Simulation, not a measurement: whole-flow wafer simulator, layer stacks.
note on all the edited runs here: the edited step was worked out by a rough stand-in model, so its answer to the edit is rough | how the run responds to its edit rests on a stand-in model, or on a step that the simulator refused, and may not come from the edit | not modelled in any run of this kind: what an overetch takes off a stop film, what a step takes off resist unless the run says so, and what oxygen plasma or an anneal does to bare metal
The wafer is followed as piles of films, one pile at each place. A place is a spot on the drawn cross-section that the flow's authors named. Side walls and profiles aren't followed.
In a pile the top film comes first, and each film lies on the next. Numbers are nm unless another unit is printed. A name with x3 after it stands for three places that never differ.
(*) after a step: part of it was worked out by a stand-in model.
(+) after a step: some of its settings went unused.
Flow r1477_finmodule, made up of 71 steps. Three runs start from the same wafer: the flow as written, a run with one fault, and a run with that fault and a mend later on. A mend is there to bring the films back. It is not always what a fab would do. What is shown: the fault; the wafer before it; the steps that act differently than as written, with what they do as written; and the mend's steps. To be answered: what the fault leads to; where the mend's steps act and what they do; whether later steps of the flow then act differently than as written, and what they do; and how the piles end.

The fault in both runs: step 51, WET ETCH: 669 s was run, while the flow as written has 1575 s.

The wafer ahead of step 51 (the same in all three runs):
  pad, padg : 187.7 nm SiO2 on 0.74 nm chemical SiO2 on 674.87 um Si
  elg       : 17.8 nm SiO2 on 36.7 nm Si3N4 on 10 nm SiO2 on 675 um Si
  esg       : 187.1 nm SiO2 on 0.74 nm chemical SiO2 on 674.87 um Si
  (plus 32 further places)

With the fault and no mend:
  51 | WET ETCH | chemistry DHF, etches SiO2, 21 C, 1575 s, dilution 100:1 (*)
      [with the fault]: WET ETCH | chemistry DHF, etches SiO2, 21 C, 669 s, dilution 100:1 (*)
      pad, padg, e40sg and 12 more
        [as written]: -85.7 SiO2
        [with the fault]: -36.4 SiO2
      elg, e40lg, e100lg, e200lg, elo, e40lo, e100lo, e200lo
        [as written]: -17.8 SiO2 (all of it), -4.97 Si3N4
        [with the fault]: -17.8 SiO2 (all of it), -1.28 Si3N4
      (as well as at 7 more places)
  Steps later in the flow that act otherwise than as written (not shown: 1 more step that differs only slightly, by at most 2% or 0.5 nm, whichever is larger):
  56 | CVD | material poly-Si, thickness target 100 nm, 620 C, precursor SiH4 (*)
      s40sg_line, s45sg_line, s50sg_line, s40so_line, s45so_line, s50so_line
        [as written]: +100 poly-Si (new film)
        [with the fault]: +126.7 poly-Si (new film)
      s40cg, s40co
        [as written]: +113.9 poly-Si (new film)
        [with the fault]: +100 poly-Si (new film)
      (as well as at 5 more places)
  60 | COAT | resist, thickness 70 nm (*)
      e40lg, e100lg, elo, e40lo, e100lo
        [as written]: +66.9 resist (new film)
        [with the fault]: +69.1 resist (new film)
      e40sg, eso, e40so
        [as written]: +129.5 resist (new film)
        [with the fault]: +86.2 resist (new film)
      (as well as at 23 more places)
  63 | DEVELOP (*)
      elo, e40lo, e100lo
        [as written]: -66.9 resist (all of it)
        [with the fault]: -69.1 resist (all of it)
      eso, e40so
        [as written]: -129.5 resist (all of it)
        [with the fault]: -86.2 resist (all of it)
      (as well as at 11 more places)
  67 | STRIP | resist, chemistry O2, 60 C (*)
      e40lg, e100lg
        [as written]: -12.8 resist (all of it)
        [with the fault]: -15 resist (all of it)
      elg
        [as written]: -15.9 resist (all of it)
        [with the fault]: -15.2 resist (all of it)
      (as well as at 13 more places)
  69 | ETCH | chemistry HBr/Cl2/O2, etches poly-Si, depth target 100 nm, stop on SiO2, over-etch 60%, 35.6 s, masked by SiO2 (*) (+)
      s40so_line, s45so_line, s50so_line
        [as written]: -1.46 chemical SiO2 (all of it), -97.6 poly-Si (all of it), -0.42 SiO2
        [with the fault]: -1.18 chemical SiO2 (all of it), -124.4 poly-Si (all of it), -0.18 SiO2
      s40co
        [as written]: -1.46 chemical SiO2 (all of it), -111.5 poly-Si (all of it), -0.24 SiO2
        [with the fault]: -1.18 chemical SiO2 (all of it), -97.7 poly-Si (all of it), -0.42 SiO2
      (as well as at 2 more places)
  At pad, padg, elg and 30 more, the piles at the end differ from the flow's by more than 2% or 0.5 nm, whichever is larger.
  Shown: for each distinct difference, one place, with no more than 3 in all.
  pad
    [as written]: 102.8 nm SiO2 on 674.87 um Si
    [with the fault]: 152 nm SiO2 on 674.87 um Si
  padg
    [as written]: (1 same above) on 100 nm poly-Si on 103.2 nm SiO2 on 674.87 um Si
    [with the fault]: (1 same above) on 100 nm poly-Si on 152.4 nm SiO2 on 674.87 um Si
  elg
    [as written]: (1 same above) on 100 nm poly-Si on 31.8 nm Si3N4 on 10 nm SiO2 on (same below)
    [with the fault]: (1 same above) on 100 nm poly-Si on 35.5 nm Si3N4 on 10 nm SiO2 on (same below)

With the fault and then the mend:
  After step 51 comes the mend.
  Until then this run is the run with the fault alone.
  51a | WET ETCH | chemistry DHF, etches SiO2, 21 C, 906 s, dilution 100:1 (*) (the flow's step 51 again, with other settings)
      pad, padg, e40sg and 12 more
        -49.3 SiO2
      elg, e40lg, e100lg, e200lg, elo, e40lo, e100lo, e200lo
        -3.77 Si3N4
      esg, s40cg, s45cg, s50cg, s40co, s45co, s50co
        -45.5 SiO2
  Later steps of the flow that are run all act as written at every place that is followed, up to a difference of at most 2% or 0.5 nm, whichever is larger.
  The piles end only slightly different from the flow's at the places that both follow, by no more than 2% or 0.5 nm, whichever is larger.
